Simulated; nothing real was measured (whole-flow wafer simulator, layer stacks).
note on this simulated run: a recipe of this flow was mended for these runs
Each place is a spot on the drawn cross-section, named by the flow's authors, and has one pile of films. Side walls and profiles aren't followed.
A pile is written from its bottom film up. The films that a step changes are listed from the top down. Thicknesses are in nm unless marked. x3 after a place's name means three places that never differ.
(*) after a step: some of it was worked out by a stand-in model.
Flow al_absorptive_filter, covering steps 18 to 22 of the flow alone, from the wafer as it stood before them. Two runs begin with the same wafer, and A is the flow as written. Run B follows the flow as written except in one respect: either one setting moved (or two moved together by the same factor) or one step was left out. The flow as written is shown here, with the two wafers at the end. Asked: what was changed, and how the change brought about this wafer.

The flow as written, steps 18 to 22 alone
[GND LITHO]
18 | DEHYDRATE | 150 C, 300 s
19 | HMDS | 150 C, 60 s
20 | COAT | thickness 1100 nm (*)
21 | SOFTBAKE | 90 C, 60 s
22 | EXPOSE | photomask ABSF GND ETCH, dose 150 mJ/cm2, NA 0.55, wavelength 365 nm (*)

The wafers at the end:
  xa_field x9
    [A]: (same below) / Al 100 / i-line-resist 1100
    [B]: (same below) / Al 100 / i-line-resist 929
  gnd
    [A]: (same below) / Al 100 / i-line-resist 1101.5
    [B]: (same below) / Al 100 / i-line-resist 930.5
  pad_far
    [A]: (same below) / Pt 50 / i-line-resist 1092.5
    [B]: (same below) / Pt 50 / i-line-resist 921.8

What caused this: step 20, COAT: thickness 929 nm was run, while the flow as written has thickness 1100 nm.
The wafer lets one read it off: xa_field x9 has i-line-resist 929, and step 20 as written asks for 1100 nm.

How this came from the change, step by step:
  20 | COAT | thickness 1100 nm (*)
      xa_field x9: A i-line-resist gains 1100 (new film) | B i-line-resist gains 929 (new film)
      gnd: A i-line-resist gains 1101.5 (new film) | B i-line-resist gains 930.5 (new film)
      (also at 4 further places)
